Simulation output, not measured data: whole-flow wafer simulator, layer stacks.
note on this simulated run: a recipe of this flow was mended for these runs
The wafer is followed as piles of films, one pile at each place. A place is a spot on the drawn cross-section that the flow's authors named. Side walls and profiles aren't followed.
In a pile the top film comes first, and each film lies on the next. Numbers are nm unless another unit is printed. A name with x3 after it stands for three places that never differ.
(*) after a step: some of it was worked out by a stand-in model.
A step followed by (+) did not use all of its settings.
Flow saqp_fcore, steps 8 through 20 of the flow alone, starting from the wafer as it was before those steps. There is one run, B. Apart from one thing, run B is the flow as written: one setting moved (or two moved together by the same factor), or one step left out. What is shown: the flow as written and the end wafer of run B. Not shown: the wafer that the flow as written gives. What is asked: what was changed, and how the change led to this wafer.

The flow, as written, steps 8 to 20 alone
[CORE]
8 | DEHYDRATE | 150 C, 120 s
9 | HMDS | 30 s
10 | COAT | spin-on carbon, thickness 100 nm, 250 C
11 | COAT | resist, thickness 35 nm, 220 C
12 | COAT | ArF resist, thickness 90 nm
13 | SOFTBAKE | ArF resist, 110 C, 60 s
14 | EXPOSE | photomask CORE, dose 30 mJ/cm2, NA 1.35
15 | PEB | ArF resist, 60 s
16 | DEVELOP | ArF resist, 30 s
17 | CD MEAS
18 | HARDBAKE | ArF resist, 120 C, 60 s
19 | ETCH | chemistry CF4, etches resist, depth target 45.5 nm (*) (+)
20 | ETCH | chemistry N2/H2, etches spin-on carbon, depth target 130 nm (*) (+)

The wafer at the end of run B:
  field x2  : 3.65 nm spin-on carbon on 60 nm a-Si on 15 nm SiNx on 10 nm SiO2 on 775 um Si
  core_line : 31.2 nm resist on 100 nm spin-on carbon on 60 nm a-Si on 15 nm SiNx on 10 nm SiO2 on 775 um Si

The reason: step 20, ETCH: depth target 91.1 nm was run, whereas the flow has depth target 130 nm.

The path from the change to this, step by step:
  20 | ETCH | chemistry N2/H2, etches spin-on carbon, depth target 130 nm (*) (+)
      field x2: -91.1 spin-on carbon (in the flow as written it would be: -94.8 spin-on carbon (all of it), -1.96 a-Si)
      core_line: -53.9 ArF resist (all of it), -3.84 resist (in the flow as written it would be: -53.9 ArF resist (all of it), -6.44 resist)
